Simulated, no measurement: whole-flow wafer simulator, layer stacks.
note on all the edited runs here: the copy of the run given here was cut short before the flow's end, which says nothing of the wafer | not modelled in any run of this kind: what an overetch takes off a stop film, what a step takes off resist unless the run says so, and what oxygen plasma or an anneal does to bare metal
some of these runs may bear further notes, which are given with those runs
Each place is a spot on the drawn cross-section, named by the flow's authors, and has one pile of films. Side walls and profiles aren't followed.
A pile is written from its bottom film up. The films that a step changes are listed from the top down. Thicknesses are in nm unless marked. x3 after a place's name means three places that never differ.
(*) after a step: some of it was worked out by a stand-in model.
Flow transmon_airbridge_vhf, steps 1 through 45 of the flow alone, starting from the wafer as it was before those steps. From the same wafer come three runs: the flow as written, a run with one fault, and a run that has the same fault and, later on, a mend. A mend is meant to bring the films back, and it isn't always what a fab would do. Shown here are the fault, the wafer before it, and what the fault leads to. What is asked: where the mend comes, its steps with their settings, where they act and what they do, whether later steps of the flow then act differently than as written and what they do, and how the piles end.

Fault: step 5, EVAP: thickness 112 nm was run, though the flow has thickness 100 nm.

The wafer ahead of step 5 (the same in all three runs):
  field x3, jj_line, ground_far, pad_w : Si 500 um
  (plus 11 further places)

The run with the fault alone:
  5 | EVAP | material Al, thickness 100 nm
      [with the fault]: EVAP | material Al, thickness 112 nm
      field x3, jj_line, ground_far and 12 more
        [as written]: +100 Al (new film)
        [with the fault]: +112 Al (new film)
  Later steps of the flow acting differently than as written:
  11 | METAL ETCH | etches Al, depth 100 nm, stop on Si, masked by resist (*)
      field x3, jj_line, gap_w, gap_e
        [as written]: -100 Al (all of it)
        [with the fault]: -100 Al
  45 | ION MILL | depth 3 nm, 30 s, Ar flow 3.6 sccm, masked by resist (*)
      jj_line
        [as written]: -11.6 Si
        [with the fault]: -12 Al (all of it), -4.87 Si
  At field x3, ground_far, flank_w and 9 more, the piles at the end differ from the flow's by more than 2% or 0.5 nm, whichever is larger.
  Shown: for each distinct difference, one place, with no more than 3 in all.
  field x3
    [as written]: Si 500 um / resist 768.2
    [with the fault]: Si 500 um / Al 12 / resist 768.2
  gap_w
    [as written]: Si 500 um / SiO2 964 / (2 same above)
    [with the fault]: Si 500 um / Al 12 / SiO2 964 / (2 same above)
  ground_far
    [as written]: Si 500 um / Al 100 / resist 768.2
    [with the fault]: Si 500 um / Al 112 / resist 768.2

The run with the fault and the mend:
  The mend follows step 10.
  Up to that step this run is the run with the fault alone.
  11 | METAL ETCH | etches Al, depth 112 nm, stop on Si, masked by resist (*) (the flow's step 11, where the flow has depth 100 nm)
      ground_far, pad_w, flank_w and 8 more
        -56 i-line resist
      field x3, jj_line, gap_w, gap_e
        -112 Al (all of it)
  Later steps of the flow that are run all act as written at every place that is followed, up to a difference of at most 2% or 0.5 nm, whichever is larger.
  At ground_far, flank_w, cpw_trace, flank_e, trace_open_s x2, margin_s, bridge_strip, margin_n, the piles at the end differ from the flow's by more than 2% or 0.5 nm, whichever is larger.
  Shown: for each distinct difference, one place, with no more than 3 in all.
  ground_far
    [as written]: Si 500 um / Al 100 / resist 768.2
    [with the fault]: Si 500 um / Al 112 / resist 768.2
    [with the mend]: Si 500 um / Al 112 / resist 768.2
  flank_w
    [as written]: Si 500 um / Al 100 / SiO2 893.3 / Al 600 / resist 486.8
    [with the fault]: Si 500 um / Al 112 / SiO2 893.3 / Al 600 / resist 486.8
    [with the mend]: Si 500 um / Al 112 / SiO2 893.4 / Al 600 / resist 483.9
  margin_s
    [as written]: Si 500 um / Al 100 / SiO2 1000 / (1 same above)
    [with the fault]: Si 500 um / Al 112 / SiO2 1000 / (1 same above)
    [with the mend]: Si 500 um / Al 112 / SiO2 1000 / (1 same above)
